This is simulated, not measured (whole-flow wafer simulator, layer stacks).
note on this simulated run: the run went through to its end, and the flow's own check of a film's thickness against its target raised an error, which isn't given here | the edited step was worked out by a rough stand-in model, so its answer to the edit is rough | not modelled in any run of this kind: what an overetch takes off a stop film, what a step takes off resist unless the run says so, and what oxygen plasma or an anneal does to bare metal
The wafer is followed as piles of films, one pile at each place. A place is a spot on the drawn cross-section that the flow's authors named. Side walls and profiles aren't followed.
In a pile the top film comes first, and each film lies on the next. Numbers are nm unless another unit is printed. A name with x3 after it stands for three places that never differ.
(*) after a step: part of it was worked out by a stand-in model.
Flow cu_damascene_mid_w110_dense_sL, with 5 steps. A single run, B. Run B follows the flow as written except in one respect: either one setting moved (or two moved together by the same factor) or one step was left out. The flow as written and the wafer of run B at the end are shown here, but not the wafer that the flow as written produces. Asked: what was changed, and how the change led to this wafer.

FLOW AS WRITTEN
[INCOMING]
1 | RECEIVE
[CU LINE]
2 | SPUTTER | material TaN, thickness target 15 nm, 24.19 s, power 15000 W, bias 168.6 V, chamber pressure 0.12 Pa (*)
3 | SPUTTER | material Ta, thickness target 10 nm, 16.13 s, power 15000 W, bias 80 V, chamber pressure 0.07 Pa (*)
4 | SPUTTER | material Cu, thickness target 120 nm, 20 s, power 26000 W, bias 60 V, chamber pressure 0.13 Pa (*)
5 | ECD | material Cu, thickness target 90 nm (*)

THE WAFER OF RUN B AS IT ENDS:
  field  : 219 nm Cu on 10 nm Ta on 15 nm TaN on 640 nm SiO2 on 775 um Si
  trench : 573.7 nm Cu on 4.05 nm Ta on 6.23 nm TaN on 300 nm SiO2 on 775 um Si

Cause: step 5, ECD: thickness target 99 nm was run, whereas the flow has thickness target 90 nm.

How this came from the change, step by step:
  5 | ECD | material Cu, thickness target 90 nm (*)
      field: +99 Cu (in the flow as written it would be: +90 Cu)
